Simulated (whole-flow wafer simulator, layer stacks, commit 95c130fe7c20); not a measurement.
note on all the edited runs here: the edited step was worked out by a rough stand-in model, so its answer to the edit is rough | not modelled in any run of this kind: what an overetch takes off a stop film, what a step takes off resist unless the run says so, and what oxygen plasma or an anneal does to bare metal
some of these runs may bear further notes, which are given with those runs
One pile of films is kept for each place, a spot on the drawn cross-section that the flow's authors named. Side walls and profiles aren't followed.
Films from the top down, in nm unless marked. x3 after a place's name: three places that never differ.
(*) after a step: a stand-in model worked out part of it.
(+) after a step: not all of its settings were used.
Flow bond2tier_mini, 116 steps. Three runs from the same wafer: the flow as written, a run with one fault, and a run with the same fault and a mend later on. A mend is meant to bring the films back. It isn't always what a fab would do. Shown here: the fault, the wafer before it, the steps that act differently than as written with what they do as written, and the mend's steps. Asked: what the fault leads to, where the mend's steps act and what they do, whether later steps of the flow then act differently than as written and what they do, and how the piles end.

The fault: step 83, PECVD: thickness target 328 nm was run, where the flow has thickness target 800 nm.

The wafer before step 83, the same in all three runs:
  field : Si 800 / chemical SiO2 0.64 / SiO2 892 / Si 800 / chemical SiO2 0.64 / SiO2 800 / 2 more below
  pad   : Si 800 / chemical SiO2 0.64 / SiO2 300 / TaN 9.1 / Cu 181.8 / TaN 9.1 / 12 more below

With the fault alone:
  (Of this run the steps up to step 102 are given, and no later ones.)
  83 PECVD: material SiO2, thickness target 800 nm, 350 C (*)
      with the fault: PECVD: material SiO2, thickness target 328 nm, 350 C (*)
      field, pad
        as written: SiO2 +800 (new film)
        with the fault: SiO2 +328 (new film)
  Later steps of the flow that act differently than as written (1 more step differs only slightly, by at most 2% or 0.5 nm, whichever is larger, and isn't shown):
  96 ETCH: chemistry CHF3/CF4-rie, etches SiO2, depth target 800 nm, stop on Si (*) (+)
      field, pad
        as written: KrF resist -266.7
        with the fault: KrF resist -145.5
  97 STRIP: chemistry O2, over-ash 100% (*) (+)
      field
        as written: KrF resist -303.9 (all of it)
        with the fault: KrF resist -425.1 (all of it)
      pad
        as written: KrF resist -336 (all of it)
        with the fault: KrF resist -457.1 (all of it)
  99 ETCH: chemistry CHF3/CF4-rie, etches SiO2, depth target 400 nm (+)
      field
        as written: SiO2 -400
        with the fault: SiO2 -320 (all of it), Si -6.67
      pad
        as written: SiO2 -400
        with the fault: SiO2 -283 (all of it), Si -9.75
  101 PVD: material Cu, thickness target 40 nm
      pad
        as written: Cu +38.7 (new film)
        with the fault: Cu +40 (new film)
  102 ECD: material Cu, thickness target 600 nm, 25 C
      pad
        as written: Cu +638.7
        with the fault: Cu +603.1
  After step 102 the piles differ from the flow's by more than 2% or 0.5 nm, whichever is larger, at field, pad.
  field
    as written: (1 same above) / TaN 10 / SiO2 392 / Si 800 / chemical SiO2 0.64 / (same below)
    with the fault: (1 same above) / TaN 10 / Si 793.3 / chemical SiO2 0.64 / (same below)
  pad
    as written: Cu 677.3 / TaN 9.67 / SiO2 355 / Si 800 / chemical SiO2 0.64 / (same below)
    with the fault: Cu 643.1 / TaN 10 / Si 790.2 / chemical SiO2 0.64 / (same below)

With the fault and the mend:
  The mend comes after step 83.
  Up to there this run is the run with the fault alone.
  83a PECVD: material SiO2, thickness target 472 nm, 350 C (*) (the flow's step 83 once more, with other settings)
      field, pad
        SiO2 +472
  No later step of the flow acts differently than as written at any place that is followed.
  At the end the piles are the same as the flow's at every place that both follow.
